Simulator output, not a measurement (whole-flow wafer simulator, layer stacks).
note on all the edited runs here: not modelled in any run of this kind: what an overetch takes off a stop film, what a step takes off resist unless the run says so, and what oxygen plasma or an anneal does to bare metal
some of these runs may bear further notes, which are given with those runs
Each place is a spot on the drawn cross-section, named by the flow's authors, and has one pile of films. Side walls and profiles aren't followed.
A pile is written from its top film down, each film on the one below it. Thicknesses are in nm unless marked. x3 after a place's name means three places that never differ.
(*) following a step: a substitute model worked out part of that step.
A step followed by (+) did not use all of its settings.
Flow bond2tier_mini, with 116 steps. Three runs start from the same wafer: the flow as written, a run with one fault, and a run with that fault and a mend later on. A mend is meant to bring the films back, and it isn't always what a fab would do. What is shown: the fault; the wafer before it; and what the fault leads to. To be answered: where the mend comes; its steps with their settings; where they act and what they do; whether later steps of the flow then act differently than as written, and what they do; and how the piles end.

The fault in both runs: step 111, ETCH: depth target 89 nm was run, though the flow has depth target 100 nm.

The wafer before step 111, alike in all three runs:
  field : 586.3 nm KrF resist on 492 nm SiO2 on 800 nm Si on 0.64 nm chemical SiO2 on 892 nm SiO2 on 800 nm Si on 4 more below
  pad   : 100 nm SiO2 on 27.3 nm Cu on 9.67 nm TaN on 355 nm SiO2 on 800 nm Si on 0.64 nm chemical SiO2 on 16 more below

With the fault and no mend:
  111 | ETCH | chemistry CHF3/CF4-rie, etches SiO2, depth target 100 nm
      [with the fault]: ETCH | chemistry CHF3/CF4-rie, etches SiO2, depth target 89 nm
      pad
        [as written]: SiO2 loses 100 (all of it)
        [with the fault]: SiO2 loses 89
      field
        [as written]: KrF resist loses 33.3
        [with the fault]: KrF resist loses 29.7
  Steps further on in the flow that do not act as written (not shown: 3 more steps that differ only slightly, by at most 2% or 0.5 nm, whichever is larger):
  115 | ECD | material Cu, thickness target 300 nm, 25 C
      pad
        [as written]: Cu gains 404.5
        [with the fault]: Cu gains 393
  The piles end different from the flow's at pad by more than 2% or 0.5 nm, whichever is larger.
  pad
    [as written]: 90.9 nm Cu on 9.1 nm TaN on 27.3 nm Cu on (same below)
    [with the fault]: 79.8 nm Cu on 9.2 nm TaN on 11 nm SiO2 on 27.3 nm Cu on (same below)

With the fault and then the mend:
  The mend follows step 112.
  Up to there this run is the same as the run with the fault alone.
  112a | COAT | KrF resist, thickness 600 nm (*) (the flow's step 106 again)
      field
        KrF resist gains 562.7 (new film)
      pad
        KrF resist gains 639.1 (new film)
  112b | SOFTBAKE | KrF resist (the flow's step 107 again)
      does not change any film at any place that is followed
  112c | EXPOSE | photomask T3PAD, NA 0.6 (the flow's step 108 again)
      does not change any film at any place that is followed
  112d | PEB | KrF resist (the flow's step 109 again)
      does not change any film at any place that is followed
  112e | DEVELOP | developer TMAH-0.26N, 60 s (the flow's step 110 again)
      field
        KrF resist loses 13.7
      pad
        KrF resist loses 639.1 (all of it)
  112f | ETCH | chemistry CHF3/CF4-rie, etches SiO2, depth target 11 nm (the flow's step 111 again, with other settings)
      field
        KrF resist loses 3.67
      pad
        SiO2 loses 11 (all of it)
  112g | STRIP | chemistry O2, over-ash 100% (+) (the flow's step 112 again)
      field
        KrF resist loses 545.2 (all of it)
  Later steps of the flow that are run all act as written at every place that is followed.
  At every place that both follow, the piles at the end match the flow's.
